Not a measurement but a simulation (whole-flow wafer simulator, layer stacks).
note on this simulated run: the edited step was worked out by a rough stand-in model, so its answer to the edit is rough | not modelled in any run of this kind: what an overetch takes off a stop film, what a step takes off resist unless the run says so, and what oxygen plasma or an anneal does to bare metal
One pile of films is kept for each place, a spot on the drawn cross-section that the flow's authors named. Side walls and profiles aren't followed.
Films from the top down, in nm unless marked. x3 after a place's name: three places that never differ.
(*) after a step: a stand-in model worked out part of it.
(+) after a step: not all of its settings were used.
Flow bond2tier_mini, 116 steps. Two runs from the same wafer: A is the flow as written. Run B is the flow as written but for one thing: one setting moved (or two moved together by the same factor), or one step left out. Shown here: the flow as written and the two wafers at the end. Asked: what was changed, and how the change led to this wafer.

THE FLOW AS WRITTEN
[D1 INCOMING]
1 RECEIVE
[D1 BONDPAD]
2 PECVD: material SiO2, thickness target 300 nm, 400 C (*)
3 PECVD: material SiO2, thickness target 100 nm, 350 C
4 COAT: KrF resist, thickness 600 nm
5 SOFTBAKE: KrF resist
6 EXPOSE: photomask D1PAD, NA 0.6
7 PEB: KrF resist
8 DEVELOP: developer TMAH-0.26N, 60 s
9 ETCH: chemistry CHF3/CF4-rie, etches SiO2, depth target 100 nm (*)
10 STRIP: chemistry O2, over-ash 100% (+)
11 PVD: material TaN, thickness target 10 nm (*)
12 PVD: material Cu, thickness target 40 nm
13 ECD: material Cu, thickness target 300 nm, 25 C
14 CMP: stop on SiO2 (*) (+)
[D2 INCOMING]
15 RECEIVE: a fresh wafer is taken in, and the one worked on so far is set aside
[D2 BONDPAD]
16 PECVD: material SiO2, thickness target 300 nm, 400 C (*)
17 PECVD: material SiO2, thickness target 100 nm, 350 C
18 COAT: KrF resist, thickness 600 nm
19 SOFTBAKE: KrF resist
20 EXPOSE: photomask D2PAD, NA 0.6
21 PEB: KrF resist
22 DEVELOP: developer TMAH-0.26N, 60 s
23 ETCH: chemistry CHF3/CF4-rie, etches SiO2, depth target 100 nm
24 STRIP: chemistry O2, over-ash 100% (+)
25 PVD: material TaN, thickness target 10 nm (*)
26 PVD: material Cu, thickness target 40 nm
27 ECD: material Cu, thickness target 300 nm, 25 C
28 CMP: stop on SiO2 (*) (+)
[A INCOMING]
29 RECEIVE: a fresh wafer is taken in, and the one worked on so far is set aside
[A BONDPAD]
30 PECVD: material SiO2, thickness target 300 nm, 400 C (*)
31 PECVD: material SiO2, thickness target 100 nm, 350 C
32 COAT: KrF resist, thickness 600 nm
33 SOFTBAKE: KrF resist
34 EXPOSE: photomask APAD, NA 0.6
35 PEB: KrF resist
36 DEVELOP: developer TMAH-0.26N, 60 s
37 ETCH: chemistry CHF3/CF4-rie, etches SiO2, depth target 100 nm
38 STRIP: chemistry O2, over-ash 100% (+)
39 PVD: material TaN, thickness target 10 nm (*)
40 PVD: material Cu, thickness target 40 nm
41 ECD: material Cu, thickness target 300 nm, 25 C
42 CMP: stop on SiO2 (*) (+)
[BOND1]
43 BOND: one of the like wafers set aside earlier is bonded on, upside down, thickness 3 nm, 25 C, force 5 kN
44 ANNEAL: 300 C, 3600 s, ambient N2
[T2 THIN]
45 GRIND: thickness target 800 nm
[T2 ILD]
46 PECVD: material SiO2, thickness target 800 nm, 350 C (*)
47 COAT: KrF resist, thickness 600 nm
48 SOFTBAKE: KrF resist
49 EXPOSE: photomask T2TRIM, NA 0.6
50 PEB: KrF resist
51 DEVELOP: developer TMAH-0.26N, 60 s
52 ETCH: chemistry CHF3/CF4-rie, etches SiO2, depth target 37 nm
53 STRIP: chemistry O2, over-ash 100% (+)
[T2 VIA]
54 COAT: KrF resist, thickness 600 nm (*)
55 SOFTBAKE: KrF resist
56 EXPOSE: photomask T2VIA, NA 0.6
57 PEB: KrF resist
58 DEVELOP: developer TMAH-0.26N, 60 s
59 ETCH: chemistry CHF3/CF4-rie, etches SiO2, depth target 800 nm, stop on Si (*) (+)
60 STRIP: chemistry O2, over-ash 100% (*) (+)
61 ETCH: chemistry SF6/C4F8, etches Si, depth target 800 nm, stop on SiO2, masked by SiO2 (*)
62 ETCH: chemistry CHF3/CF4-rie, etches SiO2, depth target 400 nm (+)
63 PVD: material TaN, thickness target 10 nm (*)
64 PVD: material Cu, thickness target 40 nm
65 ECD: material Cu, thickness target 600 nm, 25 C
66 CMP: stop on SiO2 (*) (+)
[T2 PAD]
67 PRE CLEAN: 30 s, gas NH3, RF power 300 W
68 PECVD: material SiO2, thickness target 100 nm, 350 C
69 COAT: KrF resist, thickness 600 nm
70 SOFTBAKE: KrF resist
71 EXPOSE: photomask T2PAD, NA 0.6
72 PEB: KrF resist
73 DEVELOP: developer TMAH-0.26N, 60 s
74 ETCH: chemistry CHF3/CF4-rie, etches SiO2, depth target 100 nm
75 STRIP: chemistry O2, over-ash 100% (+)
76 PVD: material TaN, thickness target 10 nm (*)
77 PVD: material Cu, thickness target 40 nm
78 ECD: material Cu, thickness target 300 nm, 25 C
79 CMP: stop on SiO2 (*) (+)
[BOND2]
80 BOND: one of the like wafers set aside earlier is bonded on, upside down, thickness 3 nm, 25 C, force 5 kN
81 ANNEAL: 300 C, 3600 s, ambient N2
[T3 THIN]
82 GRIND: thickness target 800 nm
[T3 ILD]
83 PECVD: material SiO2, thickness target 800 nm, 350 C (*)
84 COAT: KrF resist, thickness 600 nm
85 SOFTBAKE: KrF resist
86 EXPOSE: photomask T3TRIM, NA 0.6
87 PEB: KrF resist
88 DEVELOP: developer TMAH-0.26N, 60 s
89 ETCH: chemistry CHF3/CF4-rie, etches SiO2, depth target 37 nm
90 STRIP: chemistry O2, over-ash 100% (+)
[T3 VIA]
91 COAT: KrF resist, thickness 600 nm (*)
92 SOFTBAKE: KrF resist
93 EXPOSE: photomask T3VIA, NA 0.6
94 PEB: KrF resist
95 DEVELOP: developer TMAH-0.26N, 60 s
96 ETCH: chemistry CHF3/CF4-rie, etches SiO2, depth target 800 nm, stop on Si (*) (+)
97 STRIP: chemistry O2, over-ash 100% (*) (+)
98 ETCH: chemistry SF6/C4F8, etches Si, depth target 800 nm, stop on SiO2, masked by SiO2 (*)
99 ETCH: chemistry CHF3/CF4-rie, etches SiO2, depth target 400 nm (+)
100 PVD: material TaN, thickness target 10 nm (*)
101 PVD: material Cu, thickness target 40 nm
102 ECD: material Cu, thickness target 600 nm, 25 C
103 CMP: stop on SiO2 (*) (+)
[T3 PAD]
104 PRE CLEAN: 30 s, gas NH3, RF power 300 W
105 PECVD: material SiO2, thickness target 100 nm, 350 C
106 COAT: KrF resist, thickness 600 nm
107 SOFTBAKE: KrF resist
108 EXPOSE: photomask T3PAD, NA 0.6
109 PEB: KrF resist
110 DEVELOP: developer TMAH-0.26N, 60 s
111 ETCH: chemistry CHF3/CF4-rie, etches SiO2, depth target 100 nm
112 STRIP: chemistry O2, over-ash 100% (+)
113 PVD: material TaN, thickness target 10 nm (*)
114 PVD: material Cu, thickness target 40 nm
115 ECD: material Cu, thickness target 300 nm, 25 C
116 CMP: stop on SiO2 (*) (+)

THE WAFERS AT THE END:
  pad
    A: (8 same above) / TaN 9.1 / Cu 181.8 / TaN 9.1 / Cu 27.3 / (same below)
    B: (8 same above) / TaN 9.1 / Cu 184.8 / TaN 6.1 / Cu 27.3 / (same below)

The cause: step 76, PVD: thickness target 6.7 nm was run, where the flow has thickness target 10 nm.

How the change led to this, step by step:
  76 PVD: material TaN, thickness target 10 nm (*)
      field: A TaN +10 (new film) | B TaN +6.7 (new film)
      pad: A TaN +9.1 (new film) | B TaN +6.1 (new film)
  79 CMP: stop on SiO2 (*) (+)
      field: A Cu -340 (all of it), TaN -10 (all of it) | B Cu -340 (all of it), TaN -6.7 (all of it)
